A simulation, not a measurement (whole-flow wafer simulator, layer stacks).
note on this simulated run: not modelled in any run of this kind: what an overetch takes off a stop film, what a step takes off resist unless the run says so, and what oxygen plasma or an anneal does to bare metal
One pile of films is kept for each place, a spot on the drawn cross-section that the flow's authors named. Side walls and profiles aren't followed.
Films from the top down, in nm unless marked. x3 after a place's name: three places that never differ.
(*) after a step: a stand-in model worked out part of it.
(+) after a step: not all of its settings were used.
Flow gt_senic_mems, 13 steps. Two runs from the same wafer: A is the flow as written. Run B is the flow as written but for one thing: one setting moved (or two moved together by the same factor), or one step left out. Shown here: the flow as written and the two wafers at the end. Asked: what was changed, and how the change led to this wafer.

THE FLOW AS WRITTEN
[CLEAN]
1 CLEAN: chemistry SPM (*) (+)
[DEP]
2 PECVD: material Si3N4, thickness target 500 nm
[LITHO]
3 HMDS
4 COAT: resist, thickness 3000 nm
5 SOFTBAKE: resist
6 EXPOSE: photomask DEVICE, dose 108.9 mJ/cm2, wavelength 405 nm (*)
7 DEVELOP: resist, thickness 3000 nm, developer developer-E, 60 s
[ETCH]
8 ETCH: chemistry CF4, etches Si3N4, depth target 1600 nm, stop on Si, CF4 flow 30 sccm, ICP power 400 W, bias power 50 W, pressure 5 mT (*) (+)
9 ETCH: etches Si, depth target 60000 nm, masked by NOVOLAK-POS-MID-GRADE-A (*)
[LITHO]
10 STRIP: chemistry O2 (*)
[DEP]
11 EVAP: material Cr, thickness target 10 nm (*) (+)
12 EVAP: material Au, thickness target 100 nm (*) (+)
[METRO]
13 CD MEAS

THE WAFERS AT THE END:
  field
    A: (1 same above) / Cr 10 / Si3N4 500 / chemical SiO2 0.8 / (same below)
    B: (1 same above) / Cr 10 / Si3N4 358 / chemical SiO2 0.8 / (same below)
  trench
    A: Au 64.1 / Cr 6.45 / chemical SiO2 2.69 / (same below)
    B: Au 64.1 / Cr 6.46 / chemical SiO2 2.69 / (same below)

The cause: step 2, PECVD: thickness target 358 nm was run, where the flow has thickness target 500 nm.
It can be read off the wafer: field has Si3N4 358, and step 2 as written asks for 500 nm.

How the change led to this, step by step:
  2 PECVD: material Si3N4, thickness target 500 nm
      field, trench: A Si3N4 +500 (new film) | B Si3N4 +358 (new film)
  8 ETCH: chemistry CF4, etches Si3N4, depth target 1600 nm, stop on Si, CF4 flow 30 sccm, ICP power 400 W, bias power 50 W, pressure 5 mT (*) (+)
      field: A resist -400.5 | B resist -305.9
      trench: A Si3N4 -500 (all of it), chemical SiO2 -0.8 (all of it) | B Si3N4 -358 (all of it), chemical SiO2 -0.8 (all of it)
  10 STRIP: chemistry O2 (*)
      field: A resist -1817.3 (all of it) | B resist -1912 (all of it)
